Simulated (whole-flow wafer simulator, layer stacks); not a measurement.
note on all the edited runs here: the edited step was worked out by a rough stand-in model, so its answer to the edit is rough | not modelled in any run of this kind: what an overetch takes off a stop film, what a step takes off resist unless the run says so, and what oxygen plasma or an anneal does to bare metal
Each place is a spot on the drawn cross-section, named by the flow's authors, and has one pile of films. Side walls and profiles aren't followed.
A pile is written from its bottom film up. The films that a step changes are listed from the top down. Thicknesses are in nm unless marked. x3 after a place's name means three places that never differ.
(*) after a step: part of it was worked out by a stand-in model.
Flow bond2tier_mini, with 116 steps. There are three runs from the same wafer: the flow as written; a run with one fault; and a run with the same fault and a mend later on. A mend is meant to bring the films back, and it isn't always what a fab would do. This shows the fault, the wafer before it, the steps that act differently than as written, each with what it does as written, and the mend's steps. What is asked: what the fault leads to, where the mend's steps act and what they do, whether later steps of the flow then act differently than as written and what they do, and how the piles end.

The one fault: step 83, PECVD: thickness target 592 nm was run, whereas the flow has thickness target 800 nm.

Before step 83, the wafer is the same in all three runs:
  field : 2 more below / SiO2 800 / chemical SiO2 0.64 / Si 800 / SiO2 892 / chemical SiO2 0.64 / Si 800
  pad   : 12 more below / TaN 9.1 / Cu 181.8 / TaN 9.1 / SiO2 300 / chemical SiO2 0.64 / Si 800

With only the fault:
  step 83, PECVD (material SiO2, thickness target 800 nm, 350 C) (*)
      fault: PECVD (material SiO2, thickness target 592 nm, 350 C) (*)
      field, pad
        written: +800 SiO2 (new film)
        fault: +592 SiO2 (new film)
  None of the later steps of the flow acts differently than as written at any place that is followed.
  By the end, the piles at field, pad depart from the flow's by more than 2% or 0.5 nm, whichever is larger.
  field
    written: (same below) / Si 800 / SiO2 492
    fault: (same below) / Si 800 / SiO2 284
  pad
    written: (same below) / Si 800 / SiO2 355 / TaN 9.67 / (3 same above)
    fault: (same below) / Si 800 / SiO2 147 / TaN 9.67 / (3 same above)

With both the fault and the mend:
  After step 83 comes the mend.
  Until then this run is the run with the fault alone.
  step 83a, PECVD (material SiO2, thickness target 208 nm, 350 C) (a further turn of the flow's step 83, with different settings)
      field, pad
        +208 SiO2
  None of the later steps of the flow acts differently than as written at any place that is followed.
  At every place that both follow, the piles at the end match the flow's.
